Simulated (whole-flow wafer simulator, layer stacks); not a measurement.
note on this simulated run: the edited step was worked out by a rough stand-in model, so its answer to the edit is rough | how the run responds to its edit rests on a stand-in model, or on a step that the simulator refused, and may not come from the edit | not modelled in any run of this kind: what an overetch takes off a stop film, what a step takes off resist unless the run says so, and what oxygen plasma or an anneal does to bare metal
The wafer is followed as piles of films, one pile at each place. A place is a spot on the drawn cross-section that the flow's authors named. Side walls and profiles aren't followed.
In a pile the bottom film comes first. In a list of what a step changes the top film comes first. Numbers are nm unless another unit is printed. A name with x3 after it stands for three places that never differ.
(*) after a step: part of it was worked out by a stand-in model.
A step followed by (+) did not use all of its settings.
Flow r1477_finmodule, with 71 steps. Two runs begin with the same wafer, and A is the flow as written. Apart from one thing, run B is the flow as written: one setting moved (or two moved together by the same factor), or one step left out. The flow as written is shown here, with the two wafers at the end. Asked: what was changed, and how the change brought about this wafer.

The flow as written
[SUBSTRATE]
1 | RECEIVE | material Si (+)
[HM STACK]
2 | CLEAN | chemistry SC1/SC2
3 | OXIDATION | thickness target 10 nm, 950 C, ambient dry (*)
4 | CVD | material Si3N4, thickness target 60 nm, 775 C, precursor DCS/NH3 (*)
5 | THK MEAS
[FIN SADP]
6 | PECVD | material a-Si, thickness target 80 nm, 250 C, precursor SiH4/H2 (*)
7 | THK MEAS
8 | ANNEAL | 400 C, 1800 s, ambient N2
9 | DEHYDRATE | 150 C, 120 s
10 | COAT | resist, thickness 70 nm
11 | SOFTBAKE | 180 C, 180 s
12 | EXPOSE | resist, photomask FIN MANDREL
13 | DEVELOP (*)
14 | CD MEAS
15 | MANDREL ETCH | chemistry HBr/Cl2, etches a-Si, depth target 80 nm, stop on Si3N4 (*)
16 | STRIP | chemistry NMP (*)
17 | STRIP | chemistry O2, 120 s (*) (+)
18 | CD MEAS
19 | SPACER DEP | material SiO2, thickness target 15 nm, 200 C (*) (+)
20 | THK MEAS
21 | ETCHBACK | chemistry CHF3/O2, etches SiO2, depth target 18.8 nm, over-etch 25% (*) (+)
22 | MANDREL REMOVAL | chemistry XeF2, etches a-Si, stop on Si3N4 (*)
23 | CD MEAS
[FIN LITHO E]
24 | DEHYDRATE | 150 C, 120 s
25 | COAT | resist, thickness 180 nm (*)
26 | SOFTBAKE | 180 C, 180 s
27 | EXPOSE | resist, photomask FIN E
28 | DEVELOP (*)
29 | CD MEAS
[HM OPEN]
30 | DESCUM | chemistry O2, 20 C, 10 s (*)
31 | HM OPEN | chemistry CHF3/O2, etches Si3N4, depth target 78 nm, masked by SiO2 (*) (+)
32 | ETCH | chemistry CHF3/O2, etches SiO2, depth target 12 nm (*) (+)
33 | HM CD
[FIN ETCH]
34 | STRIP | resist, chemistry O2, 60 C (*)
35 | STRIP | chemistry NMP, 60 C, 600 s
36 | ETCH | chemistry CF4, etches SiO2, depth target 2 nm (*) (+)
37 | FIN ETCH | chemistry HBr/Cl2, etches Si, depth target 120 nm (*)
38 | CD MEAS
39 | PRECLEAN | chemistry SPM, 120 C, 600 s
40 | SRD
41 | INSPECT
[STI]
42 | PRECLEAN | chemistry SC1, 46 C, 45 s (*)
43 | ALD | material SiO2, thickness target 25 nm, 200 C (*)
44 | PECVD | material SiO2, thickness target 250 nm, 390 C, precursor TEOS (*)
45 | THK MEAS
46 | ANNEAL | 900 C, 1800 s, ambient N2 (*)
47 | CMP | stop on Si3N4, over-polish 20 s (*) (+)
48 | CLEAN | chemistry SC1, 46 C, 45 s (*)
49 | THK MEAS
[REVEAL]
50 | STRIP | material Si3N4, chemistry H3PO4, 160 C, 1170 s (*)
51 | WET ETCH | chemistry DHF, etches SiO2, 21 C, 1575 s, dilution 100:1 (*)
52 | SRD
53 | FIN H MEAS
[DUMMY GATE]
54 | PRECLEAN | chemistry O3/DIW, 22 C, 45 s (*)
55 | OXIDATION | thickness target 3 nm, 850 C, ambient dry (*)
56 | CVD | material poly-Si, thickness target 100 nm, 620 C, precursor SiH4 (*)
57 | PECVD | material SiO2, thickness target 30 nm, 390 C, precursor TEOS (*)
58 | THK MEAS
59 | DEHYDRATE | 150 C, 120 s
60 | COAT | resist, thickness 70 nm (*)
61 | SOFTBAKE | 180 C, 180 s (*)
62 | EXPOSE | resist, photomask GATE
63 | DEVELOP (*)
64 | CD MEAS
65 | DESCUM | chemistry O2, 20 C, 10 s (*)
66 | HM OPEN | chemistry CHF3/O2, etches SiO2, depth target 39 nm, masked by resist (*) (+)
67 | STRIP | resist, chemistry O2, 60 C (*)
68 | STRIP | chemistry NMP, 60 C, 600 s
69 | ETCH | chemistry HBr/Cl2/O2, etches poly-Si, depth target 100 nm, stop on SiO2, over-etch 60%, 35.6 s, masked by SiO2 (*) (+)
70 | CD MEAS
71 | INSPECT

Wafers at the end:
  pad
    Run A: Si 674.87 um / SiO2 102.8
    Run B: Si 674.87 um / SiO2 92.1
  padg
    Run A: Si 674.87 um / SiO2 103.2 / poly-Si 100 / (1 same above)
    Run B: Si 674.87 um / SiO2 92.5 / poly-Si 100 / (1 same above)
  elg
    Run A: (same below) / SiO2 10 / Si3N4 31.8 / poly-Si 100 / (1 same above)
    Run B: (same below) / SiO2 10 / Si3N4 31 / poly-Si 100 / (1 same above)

What caused this: step 51, WET ETCH: 1772 s was run, whereas the flow has 1575 s.

Step by step, how the change led to this:
  51 | WET ETCH | chemistry DHF, etches SiO2, 21 C, 1575 s, dilution 100:1 (*)
      pad, padg, e40sg and 12 more: A -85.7 SiO2 | B -96.4 SiO2
      elg, e40lg, e100lg, e200lg, elo, e40lo, e100lo, e200lo: A -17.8 SiO2 (all of it), -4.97 Si3N4 | B -17.8 SiO2 (all of it), -5.77 Si3N4
      (as well as at 7 more places)
  56 | CVD | material poly-Si, thickness target 100 nm, 620 C, precursor SiH4 (*)
      s40cg, s40co: A +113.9 poly-Si (new film) | B +125.8 poly-Si (new film)
      s45cg, s45co: A +113.4 poly-Si (new film) | B +125.8 poly-Si (new film)
      (as well as at 3 more places)
  60 | COAT | resist, thickness 70 nm (*)
      e40sg, eso, e40so: A +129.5 resist (new film) | B +138.9 resist (new film)
      e100sg, e100so: A +129.4 resist (new film) | B +138.8 resist (new film)
      (as well as at 14 more places)
  63 | DEVELOP (*)
      eso, e40so: A -129.5 resist (all of it) | B -138.9 resist (all of it)
      e100so: A -129.4 resist (all of it) | B -138.8 resist (all of it)
      (as well as at 7 more places)
  67 | STRIP | resist, chemistry O2, 60 C (*)
      e40sg: A -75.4 resist (all of it) | B -84.8 resist (all of it)
      e100sg: A -75.3 resist (all of it) | B -84.7 resist (all of it)
      (as well as at 8 more places)
  69 | ETCH | chemistry HBr/Cl2/O2, etches poly-Si, depth target 100 nm, stop on SiO2, over-etch 60%, 35.6 s, masked by SiO2 (*) (+)
      s40co: A -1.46 chemical SiO2 (all of it), -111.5 poly-Si (all of it), -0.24 SiO2 | B -1.5 chemical SiO2 (all of it), -123.4 poly-Si (all of it), -0.18 SiO2
      s45co: A -1.46 chemical SiO2 (all of it), -110.9 poly-Si (all of it), -0.25 SiO2 | B -1.5 chemical SiO2 (all of it), -123.4 poly-Si (all of it), -0.18 SiO2
      (as well as at 1 more place)
